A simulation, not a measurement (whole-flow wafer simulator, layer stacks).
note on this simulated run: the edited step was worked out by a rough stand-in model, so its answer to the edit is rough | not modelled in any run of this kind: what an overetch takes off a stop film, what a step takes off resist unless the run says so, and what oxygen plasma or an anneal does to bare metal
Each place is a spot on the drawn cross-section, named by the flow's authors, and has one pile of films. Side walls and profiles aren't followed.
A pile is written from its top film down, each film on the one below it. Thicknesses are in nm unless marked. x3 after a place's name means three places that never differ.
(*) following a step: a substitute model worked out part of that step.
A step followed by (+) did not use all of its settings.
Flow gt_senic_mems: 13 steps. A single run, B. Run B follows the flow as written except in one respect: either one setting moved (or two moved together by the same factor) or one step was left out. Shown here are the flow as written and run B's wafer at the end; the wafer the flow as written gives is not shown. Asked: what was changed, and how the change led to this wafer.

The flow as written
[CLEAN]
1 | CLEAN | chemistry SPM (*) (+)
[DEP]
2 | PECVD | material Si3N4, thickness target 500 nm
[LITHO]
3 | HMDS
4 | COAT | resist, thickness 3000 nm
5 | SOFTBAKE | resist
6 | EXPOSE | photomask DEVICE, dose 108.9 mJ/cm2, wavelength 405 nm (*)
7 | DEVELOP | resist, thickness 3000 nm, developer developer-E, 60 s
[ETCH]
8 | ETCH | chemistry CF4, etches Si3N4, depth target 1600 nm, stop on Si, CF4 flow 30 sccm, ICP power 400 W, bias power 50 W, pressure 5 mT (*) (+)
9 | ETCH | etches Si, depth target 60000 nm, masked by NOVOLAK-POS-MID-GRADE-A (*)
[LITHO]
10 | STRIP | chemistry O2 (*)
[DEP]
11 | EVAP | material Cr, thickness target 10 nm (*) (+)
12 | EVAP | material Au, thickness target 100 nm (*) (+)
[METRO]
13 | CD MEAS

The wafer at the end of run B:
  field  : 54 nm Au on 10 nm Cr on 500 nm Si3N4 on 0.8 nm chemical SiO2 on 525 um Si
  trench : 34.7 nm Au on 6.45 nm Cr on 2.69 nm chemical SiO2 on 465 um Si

Cause: step 12, EVAP: thickness target 54 nm was run, whereas the flow has thickness target 100 nm.
One can read it off the wafer: field has Au 54, and step 12 as written asks for 100 nm.

How this came from the change, step by step:
  12 | EVAP | material Au, thickness target 100 nm (*) (+)
      field: Au gains 54 (new film) (as written it would have been: Au gains 100 (new film))
      trench: Au gains 34.7 (new film) (as written it would have been: Au gains 64.1 (new film))
